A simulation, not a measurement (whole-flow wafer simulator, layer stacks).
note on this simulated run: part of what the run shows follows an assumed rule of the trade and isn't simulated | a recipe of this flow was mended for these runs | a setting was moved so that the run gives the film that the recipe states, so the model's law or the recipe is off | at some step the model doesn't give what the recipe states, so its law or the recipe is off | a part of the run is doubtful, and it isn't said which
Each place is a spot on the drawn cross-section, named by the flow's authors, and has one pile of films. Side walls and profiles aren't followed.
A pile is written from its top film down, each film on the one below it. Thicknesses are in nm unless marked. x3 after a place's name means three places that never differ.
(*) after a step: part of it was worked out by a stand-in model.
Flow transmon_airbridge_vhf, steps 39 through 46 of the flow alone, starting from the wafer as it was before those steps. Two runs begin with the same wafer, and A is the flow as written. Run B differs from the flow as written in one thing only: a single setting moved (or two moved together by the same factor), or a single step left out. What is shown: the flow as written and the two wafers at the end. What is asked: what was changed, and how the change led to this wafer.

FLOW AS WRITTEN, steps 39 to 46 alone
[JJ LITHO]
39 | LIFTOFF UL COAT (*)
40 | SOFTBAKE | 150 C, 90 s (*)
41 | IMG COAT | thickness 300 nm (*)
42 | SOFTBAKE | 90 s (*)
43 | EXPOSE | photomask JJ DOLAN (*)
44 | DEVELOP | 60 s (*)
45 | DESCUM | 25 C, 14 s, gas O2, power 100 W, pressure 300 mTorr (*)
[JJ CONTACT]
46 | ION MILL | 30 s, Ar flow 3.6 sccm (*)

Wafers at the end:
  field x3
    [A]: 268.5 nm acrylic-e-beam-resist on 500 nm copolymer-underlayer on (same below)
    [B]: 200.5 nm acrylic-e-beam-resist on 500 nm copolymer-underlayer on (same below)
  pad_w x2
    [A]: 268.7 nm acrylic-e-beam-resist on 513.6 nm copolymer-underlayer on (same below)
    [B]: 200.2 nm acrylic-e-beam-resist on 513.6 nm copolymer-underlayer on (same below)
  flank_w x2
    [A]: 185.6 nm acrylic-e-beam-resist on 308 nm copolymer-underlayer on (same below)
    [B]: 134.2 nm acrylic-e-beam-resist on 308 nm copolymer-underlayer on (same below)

The reason: step 41, IMG COAT: thickness 228 nm was run, though the flow has thickness 300 nm; step 46, ION MILL: 22.8 s was run, where the flow has 30 s.

The path from the change to this, step by step:
  41 | IMG COAT | thickness 300 nm (*)
      field x3, jj_line, ground_far x3: A acrylic-e-beam-resist gains 300 (new film) | B acrylic-e-beam-resist gains 228 (new film)
      pad_w x2: A acrylic-e-beam-resist gains 300.2 (new film) | B acrylic-e-beam-resist gains 227.7 (new film)
      (as well as at 8 more places)
  44 | DEVELOP | 60 s (*)
      jj_line: A acrylic-e-beam-resist loses 300 (all of it), copolymer-underlayer loses 500 (all of it) | B acrylic-e-beam-resist loses 228 (all of it), copolymer-underlayer loses 500 (all of it)
  46 | ION MILL | 30 s, Ar flow 3.6 sccm (*)
      field x3, ground_far x3, pad_w x2, flank_w x2, gap_w x2, cpw_trace, margin_s x2, bridge_strip: A acrylic-e-beam-resist loses 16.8 | B acrylic-e-beam-resist loses 12.8
      jj_line: A Si loses 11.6 | B Si loses 8.84
